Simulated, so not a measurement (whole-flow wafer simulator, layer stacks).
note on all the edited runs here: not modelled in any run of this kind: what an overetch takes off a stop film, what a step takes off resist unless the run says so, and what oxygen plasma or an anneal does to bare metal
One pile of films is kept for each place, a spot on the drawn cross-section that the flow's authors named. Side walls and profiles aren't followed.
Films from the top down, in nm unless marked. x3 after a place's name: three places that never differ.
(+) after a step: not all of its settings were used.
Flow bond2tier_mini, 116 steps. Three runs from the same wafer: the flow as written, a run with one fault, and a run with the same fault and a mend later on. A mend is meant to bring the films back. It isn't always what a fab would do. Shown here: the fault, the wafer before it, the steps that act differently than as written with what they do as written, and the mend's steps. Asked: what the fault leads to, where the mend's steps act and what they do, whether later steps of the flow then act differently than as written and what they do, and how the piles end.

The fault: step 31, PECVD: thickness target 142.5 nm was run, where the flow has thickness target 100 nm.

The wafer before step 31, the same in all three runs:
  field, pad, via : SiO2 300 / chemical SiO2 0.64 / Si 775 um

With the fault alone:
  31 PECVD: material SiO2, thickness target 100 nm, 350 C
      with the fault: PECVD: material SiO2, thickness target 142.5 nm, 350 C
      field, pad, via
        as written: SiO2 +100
        with the fault: SiO2 +142.5
  No later step of the flow acts differently than as written at any place that is followed.
  At the end the piles differ from the flow's by more than 2% or 0.5 nm, whichever is larger, at field, pad.
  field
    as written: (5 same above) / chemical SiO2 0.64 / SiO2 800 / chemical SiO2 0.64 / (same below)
    with the fault: (5 same above) / chemical SiO2 0.64 / SiO2 842.5 / chemical SiO2 0.64 / (same below)
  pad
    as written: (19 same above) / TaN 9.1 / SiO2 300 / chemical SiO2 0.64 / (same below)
    with the fault: (19 same above) / TaN 9.1 / SiO2 342.5 / chemical SiO2 0.64 / (same below)

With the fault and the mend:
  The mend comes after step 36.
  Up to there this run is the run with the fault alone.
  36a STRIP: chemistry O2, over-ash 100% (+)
      field
        KrF resist -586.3 (all of it)
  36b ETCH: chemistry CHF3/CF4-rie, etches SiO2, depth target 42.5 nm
      field, pad, via
        SiO2 -42.5
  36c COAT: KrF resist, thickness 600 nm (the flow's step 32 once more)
      field, pad, via
        KrF resist +600 (new film)
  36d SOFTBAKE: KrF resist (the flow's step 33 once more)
      changes no film at any place that is followed
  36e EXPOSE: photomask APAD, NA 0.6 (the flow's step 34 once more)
      changes no film at any place that is followed
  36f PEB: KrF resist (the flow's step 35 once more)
      changes no film at any place that is followed
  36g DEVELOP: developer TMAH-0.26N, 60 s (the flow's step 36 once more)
      pad, via
        KrF resist -600 (all of it)
      field
        KrF resist -13.7
  No later step of the flow acts differently than as written at any place that is followed.
  At the end the piles are the same as the flow's at every place that both follow.
